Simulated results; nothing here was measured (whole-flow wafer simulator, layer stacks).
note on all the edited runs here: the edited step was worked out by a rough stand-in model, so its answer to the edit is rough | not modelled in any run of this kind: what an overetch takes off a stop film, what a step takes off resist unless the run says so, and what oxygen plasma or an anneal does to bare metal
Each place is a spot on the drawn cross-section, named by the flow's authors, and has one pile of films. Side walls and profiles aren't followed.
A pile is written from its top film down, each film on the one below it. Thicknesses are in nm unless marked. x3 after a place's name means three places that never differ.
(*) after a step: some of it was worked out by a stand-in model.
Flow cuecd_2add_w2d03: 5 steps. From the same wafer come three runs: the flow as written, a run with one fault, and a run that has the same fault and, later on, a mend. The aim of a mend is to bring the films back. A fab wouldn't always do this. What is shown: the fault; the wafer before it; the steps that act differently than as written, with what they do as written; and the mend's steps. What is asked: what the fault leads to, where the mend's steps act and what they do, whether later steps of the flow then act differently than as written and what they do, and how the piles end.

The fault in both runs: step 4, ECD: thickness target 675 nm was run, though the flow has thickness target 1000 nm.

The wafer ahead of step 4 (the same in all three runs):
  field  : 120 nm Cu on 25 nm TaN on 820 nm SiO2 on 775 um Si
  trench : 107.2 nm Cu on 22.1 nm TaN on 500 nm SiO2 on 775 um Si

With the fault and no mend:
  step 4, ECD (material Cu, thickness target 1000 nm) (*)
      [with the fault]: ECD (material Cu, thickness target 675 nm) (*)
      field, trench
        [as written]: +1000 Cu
        [with the fault]: +675 Cu
  None of the later steps of the flow acts differently than as written at any place that is followed.
  By the end, the piles at field, trench depart from the flow's by more than 2% or 0.5 nm, whichever is larger.
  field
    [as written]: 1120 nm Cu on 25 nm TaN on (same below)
    [with the fault]: 795 nm Cu on 25 nm TaN on (same below)
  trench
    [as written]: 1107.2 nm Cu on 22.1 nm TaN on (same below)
    [with the fault]: 782.2 nm Cu on 22.1 nm TaN on (same below)

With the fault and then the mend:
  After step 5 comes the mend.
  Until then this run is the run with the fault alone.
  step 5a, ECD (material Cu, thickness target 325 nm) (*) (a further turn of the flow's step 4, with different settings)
      field, trench
        +325 Cu
  None of the later steps of the flow acts differently than as written at any place that is followed.
  At every place that both follow, the piles at the end match the flow's.
